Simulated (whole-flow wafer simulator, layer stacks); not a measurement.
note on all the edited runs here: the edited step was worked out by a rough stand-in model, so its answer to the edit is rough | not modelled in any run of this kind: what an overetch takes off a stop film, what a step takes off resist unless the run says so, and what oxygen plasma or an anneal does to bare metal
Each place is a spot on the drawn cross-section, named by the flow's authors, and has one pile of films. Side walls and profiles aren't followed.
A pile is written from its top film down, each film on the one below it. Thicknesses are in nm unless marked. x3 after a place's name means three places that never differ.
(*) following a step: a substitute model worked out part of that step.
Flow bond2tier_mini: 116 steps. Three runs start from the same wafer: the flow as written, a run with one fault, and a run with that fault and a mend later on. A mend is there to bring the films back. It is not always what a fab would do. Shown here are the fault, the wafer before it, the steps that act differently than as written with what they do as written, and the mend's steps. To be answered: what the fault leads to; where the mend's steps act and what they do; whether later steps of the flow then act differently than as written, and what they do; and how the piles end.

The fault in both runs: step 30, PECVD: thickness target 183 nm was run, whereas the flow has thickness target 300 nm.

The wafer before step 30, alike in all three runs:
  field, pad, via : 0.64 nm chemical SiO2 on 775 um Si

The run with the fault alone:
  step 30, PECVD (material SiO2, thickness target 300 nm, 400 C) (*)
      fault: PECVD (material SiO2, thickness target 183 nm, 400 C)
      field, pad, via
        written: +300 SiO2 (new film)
        fault: +183 SiO2 (new film)
  Every later step of the flow that is run acts as written at every place that is followed.
  At field, pad, the piles at the end differ from the flow's by more than 2% or 0.5 nm, whichever is larger.
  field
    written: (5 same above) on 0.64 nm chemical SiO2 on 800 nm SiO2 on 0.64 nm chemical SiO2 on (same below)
    fault: (5 same above) on 0.64 nm chemical SiO2 on 683 nm SiO2 on 0.64 nm chemical SiO2 on (same below)
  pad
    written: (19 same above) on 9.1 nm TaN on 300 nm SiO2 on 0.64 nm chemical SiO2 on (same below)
    fault: (19 same above) on 9.1 nm TaN on 183 nm SiO2 on 0.64 nm chemical SiO2 on (same below)

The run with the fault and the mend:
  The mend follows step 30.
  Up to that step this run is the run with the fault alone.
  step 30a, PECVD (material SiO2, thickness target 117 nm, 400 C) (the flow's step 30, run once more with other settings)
      field, pad, via
        +117 SiO2
  Every later step of the flow that is run acts as written at every place that is followed.
  At every place that both follow, the piles at the end match the flow's.
